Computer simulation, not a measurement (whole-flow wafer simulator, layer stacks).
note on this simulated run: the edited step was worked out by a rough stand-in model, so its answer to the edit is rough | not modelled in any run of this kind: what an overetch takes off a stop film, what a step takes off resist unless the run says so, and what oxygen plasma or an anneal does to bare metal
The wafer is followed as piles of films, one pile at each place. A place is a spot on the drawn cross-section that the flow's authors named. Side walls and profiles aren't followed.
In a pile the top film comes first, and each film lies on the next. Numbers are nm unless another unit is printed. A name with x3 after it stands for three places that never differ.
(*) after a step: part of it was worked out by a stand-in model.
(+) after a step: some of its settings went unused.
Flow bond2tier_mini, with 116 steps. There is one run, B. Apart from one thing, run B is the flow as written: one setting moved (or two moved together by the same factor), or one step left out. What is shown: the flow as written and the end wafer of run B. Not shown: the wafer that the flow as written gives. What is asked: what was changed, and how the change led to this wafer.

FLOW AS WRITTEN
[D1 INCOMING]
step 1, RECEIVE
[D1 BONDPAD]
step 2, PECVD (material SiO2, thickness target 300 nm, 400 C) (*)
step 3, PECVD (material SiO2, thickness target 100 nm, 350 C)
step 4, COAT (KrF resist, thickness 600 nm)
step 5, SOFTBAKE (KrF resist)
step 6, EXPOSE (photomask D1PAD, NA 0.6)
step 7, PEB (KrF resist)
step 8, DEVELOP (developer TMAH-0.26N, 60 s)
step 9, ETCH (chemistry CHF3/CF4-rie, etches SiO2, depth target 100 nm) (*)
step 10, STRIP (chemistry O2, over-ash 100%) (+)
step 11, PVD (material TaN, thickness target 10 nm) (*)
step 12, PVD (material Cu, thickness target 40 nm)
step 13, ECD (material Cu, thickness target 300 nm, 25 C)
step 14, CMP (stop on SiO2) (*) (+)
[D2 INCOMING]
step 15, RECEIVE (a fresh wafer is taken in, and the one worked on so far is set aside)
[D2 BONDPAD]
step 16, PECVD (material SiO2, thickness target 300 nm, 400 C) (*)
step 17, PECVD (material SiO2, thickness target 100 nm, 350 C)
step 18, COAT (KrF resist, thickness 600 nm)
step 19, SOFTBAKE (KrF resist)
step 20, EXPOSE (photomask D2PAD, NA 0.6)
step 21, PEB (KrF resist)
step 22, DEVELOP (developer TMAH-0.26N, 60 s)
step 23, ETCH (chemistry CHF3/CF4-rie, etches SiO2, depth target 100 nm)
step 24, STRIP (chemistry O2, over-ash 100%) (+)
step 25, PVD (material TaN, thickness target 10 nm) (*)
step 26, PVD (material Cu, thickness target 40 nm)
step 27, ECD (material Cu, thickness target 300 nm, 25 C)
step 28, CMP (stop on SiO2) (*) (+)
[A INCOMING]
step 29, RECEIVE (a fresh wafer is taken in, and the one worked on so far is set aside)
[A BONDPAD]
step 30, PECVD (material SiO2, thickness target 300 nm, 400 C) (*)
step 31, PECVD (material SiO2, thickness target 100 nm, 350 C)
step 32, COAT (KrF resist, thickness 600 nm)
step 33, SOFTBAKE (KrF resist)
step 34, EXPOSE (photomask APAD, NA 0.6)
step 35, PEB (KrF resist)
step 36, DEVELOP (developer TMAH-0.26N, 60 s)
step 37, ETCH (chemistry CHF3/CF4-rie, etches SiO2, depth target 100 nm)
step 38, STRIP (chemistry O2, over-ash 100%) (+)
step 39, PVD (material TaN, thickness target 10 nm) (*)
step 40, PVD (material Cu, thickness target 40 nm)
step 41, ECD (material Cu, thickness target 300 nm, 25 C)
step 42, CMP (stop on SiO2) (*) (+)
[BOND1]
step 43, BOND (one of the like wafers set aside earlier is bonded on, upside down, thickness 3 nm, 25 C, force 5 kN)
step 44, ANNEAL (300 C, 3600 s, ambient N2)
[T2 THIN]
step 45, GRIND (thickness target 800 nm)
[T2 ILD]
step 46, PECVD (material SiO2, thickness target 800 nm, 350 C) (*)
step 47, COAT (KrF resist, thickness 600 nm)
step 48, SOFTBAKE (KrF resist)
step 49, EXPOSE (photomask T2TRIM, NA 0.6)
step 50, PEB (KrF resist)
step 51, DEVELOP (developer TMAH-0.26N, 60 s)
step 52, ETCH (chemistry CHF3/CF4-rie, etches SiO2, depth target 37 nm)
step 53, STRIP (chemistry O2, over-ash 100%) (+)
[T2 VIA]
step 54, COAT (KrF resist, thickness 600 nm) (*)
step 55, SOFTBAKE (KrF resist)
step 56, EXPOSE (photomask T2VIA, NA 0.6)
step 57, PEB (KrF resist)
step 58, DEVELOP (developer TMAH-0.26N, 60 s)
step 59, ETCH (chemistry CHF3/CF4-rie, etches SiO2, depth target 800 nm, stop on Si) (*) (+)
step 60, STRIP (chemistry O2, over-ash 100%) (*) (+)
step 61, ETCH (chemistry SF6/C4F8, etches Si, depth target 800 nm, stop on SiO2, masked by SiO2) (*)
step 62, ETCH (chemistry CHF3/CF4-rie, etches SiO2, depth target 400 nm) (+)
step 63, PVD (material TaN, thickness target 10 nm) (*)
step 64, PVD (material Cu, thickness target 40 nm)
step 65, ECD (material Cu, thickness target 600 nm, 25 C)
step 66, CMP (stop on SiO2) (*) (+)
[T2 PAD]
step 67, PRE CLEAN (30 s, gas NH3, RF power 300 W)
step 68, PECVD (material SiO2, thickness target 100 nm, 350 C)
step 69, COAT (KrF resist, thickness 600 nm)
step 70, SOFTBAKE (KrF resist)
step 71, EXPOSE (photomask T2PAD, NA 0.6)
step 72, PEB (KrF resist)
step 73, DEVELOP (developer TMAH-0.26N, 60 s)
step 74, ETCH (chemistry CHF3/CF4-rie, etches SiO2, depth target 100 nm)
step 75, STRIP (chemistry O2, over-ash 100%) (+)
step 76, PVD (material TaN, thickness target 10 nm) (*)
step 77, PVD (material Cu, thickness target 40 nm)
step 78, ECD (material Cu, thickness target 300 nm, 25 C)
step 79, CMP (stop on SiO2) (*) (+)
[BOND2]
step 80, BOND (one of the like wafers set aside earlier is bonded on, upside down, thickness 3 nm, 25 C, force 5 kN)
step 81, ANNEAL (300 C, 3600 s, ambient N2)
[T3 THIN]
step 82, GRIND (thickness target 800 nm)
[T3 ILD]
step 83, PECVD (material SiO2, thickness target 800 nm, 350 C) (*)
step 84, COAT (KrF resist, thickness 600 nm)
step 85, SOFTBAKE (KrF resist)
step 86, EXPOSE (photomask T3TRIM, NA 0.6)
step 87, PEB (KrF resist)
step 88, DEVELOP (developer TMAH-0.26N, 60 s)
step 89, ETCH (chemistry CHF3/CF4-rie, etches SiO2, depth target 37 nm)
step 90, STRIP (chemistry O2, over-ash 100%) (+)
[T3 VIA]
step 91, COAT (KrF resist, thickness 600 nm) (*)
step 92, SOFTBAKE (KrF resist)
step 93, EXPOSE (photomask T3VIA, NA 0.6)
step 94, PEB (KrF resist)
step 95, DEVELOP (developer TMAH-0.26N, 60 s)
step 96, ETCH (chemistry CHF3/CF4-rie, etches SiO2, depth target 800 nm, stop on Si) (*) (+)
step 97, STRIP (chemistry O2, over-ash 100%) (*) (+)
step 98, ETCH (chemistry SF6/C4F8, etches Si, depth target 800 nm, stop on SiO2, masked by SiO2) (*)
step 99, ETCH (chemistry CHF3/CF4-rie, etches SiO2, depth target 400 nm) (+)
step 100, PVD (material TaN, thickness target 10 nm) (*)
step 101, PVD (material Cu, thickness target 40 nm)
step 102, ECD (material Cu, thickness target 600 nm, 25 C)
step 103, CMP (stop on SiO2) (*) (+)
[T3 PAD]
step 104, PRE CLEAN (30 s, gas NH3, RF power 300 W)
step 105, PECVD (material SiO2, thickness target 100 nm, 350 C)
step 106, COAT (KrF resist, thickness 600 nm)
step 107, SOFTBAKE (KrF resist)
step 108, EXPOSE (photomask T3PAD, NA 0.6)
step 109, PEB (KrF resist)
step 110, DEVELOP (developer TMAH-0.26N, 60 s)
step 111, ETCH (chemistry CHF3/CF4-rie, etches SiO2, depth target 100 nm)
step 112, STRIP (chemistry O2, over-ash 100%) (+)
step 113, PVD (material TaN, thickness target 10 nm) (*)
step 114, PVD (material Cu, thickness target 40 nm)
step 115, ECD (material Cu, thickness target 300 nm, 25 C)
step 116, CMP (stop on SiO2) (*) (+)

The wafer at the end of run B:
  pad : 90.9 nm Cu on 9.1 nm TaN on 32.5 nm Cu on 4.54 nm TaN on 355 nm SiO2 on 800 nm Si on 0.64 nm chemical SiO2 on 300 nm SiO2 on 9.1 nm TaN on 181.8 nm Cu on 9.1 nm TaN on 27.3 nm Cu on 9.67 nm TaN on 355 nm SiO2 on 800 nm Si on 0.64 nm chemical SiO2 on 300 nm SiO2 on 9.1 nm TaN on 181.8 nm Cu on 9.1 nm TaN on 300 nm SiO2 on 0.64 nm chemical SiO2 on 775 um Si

Cause: step 100, PVD: thickness target 4.7 nm was run, whereas the flow has thickness target 10 nm.

Step by step, how the change led to this:
  step 100, PVD (material TaN, thickness target 10 nm) (*)
      field: +4.7 TaN (new film) (as written it would have been: +10 TaN (new film))
      pad: +4.54 TaN (new film) (as written it would have been: +9.67 TaN (new film))
  step 103, CMP (stop on SiO2) (*) (+)
      field: -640 Cu (all of it), -4.7 TaN (all of it) (as written it would have been: -640 Cu (all of it), -10 TaN (all of it))
